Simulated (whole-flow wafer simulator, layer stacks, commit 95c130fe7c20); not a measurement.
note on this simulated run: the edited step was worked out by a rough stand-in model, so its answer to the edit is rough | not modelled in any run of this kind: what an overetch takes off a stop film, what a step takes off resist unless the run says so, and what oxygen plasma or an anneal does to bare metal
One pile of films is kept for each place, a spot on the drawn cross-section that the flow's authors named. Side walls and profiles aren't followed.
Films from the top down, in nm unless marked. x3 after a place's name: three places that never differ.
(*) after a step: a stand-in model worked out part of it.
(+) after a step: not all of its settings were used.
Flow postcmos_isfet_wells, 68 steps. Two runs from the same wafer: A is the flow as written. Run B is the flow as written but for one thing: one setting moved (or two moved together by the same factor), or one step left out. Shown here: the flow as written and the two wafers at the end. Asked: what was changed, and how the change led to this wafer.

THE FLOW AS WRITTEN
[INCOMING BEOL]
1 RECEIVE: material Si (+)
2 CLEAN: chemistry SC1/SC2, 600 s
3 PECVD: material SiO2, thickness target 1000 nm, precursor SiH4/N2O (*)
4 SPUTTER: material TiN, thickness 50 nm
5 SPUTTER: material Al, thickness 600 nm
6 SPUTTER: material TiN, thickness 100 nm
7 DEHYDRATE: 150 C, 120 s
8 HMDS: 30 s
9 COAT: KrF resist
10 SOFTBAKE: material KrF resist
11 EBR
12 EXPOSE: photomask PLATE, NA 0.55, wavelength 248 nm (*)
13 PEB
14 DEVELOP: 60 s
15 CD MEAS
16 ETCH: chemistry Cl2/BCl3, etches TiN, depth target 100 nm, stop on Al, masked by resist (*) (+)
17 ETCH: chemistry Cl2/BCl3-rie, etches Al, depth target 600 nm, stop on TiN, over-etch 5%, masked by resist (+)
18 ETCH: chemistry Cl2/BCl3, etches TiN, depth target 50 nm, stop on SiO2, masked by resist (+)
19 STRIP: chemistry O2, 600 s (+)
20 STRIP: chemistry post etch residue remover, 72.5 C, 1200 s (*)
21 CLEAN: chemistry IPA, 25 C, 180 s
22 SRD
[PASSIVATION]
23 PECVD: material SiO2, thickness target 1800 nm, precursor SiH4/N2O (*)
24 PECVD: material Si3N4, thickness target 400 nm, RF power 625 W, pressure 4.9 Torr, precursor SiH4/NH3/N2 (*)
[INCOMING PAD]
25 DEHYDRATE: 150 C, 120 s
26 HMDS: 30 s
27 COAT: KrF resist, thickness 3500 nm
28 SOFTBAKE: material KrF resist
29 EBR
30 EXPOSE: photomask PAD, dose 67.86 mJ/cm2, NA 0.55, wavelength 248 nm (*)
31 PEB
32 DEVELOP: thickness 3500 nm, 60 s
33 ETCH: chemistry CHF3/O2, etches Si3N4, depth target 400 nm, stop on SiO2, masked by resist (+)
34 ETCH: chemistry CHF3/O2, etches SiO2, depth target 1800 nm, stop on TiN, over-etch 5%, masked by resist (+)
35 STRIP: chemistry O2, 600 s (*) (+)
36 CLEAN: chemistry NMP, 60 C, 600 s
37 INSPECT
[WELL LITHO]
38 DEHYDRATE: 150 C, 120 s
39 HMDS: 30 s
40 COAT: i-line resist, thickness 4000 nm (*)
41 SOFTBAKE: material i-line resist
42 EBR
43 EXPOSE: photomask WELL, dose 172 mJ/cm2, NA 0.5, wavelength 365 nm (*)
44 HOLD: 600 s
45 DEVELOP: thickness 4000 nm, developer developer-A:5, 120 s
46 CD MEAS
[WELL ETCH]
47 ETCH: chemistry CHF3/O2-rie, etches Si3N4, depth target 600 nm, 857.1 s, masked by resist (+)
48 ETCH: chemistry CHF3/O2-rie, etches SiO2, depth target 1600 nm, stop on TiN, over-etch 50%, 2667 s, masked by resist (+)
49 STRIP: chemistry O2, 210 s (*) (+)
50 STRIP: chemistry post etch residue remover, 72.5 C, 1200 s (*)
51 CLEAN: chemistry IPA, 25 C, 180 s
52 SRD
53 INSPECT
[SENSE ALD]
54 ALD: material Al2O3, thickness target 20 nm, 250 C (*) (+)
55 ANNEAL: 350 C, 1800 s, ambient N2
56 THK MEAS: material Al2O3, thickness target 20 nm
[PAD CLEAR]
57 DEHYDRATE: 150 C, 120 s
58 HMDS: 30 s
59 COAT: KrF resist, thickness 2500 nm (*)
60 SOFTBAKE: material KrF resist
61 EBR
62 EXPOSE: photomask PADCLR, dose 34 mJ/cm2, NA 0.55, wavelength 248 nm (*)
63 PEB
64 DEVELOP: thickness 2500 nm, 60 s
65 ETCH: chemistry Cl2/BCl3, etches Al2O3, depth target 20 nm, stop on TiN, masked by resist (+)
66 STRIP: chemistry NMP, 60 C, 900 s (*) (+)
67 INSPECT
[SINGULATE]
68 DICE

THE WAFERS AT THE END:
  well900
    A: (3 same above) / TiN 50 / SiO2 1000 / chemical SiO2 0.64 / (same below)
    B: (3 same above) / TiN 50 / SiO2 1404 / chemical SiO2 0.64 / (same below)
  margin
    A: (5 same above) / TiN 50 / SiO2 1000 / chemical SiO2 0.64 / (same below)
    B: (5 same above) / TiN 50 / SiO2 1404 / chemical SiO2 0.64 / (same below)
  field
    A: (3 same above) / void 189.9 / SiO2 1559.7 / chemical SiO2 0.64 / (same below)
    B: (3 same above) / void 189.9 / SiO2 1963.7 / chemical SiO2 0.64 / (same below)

The cause: step 3, PECVD: thickness target 1404 nm was run, where the flow has thickness target 1000 nm.
It can be read off the wafer: well900 has SiO2 1404, and step 3 as written asks for 1000 nm.

How the change led to this, step by step:
  3 PECVD: material SiO2, thickness target 1000 nm, precursor SiH4/N2O (*)
      field, margin, well900, well1300 x3, pad_rim, pad_clr, pad_open: A SiO2 +1000 (new film) | B SiO2 +1404 (new film)
